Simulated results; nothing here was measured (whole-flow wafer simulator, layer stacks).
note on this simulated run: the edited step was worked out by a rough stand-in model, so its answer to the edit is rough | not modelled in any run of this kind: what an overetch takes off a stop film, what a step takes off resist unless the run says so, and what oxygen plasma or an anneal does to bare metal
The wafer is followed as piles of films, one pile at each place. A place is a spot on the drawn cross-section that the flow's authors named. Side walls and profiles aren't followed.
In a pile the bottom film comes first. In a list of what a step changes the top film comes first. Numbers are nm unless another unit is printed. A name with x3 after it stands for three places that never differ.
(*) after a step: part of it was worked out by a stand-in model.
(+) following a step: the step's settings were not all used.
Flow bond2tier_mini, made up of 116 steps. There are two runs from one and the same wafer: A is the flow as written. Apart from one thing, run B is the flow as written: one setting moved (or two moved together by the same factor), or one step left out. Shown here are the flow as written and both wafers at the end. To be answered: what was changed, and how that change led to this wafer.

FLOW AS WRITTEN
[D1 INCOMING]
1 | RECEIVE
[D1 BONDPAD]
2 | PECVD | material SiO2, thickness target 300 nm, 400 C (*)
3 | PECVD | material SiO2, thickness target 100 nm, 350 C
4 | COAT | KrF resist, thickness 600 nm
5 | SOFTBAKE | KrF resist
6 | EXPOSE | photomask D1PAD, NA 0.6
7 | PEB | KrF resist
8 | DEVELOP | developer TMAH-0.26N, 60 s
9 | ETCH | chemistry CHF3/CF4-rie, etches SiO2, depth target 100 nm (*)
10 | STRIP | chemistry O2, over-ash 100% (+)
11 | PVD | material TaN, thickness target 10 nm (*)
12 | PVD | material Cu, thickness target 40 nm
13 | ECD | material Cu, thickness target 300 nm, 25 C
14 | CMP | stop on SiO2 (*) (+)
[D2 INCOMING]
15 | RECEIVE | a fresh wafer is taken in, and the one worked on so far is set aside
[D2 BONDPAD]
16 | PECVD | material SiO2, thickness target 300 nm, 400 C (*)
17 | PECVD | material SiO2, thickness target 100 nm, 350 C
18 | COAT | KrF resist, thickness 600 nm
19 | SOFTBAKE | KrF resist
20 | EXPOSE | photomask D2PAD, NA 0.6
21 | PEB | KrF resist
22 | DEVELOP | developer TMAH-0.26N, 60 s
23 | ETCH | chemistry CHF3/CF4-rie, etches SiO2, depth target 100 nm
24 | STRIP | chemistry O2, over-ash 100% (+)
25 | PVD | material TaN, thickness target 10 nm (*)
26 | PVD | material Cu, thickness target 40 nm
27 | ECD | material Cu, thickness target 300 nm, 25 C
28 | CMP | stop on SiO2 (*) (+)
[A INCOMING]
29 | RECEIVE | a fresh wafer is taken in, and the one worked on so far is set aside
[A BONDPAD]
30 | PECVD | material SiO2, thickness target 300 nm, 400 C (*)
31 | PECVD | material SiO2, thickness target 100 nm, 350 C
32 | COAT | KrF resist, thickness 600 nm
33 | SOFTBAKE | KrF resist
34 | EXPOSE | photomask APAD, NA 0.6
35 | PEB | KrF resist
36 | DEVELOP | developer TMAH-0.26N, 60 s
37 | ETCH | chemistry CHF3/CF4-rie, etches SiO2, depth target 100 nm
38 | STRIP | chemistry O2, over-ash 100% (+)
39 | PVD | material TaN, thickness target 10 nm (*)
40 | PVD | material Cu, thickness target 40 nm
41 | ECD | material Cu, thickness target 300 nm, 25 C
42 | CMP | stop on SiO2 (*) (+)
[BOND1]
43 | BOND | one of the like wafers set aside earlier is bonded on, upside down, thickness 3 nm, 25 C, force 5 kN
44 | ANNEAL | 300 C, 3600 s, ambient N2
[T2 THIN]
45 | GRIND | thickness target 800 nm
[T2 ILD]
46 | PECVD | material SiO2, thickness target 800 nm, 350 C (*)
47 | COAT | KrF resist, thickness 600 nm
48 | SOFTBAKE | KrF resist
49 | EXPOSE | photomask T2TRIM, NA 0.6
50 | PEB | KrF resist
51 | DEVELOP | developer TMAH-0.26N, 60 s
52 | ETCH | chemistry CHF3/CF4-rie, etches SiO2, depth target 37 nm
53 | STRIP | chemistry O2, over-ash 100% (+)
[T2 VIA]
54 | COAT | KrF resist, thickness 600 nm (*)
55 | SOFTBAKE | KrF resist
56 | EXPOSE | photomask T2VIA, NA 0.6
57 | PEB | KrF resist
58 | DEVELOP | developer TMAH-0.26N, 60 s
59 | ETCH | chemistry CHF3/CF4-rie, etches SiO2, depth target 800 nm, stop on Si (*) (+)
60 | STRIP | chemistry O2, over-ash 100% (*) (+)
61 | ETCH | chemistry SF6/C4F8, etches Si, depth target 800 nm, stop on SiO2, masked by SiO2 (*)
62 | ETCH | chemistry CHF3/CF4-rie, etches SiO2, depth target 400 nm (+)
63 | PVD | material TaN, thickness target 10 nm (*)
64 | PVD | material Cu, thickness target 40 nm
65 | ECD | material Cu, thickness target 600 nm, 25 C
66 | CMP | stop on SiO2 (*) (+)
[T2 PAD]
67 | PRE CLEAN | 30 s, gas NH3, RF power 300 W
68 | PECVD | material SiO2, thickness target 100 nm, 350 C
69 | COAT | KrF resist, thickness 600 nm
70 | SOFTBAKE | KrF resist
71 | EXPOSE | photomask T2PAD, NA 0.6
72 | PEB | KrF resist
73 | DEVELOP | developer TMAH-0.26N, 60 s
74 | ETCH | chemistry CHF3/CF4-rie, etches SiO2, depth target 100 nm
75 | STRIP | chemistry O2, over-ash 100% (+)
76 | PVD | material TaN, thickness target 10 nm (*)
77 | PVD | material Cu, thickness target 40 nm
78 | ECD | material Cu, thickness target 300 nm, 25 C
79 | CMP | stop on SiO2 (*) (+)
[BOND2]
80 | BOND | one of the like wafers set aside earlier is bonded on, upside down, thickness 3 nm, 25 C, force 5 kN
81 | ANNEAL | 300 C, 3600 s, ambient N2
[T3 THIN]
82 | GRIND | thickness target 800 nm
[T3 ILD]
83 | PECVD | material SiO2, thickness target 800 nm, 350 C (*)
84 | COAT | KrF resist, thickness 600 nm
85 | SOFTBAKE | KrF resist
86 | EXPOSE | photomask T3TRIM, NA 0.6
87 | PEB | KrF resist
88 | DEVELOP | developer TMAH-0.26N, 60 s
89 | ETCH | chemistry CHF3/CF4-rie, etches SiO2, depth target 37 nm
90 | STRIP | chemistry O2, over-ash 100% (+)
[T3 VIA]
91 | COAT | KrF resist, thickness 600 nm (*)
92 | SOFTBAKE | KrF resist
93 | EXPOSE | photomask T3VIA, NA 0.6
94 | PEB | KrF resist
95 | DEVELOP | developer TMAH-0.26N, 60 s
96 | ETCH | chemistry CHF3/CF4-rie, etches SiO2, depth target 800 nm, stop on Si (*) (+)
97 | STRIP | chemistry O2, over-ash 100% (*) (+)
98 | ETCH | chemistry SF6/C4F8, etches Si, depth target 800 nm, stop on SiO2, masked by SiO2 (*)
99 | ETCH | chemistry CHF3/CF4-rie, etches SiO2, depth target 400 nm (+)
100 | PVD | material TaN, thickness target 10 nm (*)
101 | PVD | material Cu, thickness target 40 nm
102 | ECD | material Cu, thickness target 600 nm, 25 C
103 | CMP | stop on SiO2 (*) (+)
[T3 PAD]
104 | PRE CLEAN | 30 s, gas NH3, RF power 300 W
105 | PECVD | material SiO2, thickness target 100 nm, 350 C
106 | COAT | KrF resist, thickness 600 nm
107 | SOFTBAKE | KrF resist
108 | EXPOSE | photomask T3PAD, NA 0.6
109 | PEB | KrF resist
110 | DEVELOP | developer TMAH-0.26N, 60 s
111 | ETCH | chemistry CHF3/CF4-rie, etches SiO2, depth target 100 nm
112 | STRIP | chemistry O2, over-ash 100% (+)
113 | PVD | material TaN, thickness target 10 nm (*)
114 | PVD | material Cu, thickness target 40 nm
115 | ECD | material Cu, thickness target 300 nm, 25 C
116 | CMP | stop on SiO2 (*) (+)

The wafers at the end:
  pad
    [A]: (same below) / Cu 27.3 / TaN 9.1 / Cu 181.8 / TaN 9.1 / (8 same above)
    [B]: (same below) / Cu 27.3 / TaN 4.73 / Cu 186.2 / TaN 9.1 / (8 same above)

The reason: step 76, PVD: thickness target 5.2 nm was run, while the flow as written has thickness target 10 nm.

How this came from the change, step by step:
  76 | PVD | material TaN, thickness target 10 nm (*)
      field: A TaN gains 10 (new film) | B TaN gains 5.2 (new film)
      pad: A TaN gains 9.1 (new film) | B TaN gains 4.73 (new film)
  79 | CMP | stop on SiO2 (*) (+)
      field: A Cu loses 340 (all of it), TaN loses 10 (all of it) | B Cu loses 340 (all of it), TaN loses 5.2 (all of it)
